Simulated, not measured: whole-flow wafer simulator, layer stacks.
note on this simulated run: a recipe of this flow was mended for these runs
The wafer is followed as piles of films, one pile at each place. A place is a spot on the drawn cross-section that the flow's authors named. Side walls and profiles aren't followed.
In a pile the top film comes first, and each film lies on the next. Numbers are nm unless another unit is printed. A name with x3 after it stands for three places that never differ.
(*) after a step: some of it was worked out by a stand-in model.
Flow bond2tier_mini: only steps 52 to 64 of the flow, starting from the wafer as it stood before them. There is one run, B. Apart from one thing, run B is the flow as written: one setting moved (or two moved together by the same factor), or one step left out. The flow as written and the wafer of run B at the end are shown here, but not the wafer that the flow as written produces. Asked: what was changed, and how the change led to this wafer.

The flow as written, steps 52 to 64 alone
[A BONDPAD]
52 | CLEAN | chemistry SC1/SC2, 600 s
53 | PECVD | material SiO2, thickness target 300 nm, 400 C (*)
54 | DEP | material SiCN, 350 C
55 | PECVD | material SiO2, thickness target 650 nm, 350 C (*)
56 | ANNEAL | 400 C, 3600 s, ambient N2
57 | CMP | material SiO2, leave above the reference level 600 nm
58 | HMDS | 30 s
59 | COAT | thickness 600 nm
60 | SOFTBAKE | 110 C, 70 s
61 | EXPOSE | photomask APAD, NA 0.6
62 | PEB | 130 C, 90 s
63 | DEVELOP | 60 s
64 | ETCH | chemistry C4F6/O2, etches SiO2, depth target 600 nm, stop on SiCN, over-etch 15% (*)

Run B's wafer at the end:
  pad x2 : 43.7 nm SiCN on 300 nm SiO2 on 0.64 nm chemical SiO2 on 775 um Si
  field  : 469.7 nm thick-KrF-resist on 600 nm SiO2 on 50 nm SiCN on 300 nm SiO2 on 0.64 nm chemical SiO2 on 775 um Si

Cause: step 64, ETCH: over-etch 6.19% was run, while the flow as written has over-etch 15%.

How this came from the change, step by step:
  64 | ETCH | chemistry C4F6/O2, etches SiO2, depth target 600 nm, stop on SiCN, over-etch 15% (*)
      pad x2: SiO2 loses 600 (all of it), SiCN loses 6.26 (it would be, as written: SiO2 loses 600 (all of it), SiCN loses 15.2)
      field: thick-KrF-resist loses 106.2 (it would be, as written: thick-KrF-resist loses 115)
